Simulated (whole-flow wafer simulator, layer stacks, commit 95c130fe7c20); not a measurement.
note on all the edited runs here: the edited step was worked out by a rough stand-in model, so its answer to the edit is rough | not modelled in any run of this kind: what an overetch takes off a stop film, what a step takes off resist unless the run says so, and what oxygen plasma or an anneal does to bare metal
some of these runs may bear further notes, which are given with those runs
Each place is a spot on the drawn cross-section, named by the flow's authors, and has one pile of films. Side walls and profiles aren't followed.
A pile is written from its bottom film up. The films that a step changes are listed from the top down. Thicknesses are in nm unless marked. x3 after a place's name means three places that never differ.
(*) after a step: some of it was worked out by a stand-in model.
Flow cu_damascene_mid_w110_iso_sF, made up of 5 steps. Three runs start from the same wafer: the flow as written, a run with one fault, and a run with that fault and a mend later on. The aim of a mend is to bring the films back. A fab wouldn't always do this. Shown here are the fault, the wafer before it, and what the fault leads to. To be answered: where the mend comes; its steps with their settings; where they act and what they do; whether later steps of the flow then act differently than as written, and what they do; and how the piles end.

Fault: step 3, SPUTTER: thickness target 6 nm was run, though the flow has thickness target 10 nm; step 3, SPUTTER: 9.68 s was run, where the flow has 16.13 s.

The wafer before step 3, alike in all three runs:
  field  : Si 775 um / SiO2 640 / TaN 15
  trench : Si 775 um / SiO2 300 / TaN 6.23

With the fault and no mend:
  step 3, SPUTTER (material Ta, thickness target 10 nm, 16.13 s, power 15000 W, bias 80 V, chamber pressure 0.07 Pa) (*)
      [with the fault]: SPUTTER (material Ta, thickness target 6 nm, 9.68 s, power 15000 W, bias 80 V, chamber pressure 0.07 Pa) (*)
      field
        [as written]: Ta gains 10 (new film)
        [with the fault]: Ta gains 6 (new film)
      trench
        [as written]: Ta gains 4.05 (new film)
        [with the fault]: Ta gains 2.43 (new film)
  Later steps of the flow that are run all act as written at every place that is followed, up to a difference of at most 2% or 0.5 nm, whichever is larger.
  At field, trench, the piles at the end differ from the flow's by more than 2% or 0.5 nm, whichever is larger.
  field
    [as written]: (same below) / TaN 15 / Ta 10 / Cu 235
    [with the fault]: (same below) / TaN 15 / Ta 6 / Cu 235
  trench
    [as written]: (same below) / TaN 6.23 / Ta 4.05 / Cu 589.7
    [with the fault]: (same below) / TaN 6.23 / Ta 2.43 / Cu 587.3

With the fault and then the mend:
  The mend follows step 3.
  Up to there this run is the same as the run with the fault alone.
  step 3a, SPUTTER (material Ta, thickness target 4 nm, 6.452 s, power 15000 W, bias 80 V, chamber pressure 0.07 Pa) (*) (the flow's step 3 again, with other settings)
      field
        Ta gains 4
      trench
        Ta gains 1.58
  Later steps of the flow that are run all act as written at every place that is followed, up to a difference of at most 2% or 0.5 nm, whichever is larger.
  When the end is reached, the piles differ only a little from the flow's at the places that both follow, at most by 2% or 0.5 nm, whichever is larger.
